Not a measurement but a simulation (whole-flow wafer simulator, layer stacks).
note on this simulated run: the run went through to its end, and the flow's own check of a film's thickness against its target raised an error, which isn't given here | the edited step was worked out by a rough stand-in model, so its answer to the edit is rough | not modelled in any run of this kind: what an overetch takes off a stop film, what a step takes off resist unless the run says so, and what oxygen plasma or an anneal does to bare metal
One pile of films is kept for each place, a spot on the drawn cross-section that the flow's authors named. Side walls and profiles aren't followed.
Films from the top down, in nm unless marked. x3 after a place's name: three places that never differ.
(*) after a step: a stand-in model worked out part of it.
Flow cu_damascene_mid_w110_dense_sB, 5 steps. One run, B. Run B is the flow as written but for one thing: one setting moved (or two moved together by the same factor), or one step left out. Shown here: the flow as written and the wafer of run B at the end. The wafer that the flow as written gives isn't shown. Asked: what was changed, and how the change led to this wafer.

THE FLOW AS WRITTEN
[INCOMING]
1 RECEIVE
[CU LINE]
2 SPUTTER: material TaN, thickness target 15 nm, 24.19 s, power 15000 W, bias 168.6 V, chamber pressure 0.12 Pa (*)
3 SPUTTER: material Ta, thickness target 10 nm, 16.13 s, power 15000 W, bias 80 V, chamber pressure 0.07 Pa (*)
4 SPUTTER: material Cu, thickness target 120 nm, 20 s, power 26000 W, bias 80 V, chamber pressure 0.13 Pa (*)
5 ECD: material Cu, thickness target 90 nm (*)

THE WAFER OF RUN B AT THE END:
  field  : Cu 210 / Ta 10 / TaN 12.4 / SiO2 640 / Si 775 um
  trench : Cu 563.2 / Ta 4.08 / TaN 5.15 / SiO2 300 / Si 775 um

The cause: step 2, SPUTTER: thickness target 12.4 nm was run, where the flow has thickness target 15 nm; step 2, SPUTTER: 19.96 s was run, where the flow has 24.19 s.
It can be read off the wafer: field has TaN 12.4, and step 2 as written asks for 15 nm.

How the change led to this, step by step:
  2 SPUTTER: material TaN, thickness target 15 nm, 24.19 s, power 15000 W, bias 168.6 V, chamber pressure 0.12 Pa (*)
      field: TaN +12.4 (new film) (as written it would be: TaN +15 (new film))
      trench: TaN +5.15 (new film) (as written it would be: TaN +6.23 (new film))
